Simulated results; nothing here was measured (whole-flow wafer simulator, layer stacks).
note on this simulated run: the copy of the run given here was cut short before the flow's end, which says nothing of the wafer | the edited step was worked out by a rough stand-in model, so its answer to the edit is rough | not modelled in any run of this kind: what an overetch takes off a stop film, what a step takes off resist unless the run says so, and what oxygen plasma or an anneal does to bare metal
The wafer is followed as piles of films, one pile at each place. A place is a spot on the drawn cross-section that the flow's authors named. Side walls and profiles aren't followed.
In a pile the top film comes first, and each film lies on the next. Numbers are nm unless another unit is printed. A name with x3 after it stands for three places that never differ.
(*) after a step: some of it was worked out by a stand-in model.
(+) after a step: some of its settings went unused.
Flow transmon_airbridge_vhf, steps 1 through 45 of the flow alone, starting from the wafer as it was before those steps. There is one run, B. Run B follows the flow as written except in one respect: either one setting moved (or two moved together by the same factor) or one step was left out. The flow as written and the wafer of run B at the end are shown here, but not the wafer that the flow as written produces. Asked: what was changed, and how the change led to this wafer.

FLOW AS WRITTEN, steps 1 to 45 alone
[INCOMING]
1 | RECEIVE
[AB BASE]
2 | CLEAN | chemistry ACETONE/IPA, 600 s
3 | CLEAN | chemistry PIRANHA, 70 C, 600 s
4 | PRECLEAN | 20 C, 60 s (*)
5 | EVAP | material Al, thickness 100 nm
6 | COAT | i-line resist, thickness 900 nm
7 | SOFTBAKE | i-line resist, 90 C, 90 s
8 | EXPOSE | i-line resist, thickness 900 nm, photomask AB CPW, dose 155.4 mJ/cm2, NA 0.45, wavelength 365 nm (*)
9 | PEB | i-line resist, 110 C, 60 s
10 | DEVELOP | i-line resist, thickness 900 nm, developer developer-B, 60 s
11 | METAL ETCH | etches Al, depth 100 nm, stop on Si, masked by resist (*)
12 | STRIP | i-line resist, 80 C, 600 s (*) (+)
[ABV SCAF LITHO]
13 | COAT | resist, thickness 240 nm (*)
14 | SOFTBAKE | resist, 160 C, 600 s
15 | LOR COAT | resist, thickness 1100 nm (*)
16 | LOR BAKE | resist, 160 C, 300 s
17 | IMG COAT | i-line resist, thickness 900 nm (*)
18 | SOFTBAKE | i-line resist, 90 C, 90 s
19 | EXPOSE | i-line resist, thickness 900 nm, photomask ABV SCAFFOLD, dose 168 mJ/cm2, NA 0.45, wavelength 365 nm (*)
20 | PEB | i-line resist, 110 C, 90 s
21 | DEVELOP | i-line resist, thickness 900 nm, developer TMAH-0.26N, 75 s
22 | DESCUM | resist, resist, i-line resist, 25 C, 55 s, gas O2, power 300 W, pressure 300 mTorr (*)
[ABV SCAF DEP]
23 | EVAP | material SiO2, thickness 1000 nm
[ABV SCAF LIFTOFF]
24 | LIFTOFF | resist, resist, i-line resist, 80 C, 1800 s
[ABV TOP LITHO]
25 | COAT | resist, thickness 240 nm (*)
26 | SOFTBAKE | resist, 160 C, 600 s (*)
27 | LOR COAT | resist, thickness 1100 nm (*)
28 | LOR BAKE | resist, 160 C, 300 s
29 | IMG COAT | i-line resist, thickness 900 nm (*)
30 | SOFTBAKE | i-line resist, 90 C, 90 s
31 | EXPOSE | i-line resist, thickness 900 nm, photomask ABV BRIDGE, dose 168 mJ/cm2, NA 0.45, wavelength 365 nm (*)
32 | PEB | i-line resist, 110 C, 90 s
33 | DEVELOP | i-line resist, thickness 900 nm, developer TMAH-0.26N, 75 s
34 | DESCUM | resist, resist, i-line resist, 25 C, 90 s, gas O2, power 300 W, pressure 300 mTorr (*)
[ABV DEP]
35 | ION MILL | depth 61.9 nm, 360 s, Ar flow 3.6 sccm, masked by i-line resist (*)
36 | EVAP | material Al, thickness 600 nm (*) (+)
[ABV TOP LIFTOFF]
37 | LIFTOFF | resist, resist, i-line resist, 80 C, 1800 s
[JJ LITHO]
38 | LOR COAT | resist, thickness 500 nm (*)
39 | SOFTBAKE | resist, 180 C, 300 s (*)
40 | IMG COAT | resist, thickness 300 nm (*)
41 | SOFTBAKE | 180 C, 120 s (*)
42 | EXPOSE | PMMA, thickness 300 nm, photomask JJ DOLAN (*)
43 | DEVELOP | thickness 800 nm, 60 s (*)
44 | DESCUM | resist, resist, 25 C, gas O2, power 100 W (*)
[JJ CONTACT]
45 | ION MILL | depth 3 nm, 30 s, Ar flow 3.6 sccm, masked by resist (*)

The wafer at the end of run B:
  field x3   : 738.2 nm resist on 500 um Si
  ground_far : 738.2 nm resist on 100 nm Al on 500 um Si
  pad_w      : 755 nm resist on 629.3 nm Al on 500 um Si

The reason: step 40, IMG COAT: thickness 270 nm was run, while the flow as written has thickness 300 nm.

Step by step, how the change led to this:
  40 | IMG COAT | resist, thickness 300 nm (*)
      field x3, jj_line, ground_far, trace_open_s x2: resist gains 270 (as written it would have been: resist gains 300)
      pad_w, pad_e: resist gains 269.7 (as written it would have been: resist gains 300.1)
      (and at 8 other places as well)
  43 | DEVELOP | thickness 800 nm, 60 s (*)
      jj_line: resist loses 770 (all of it) (as written it would have been: resist loses 800 (all of it))
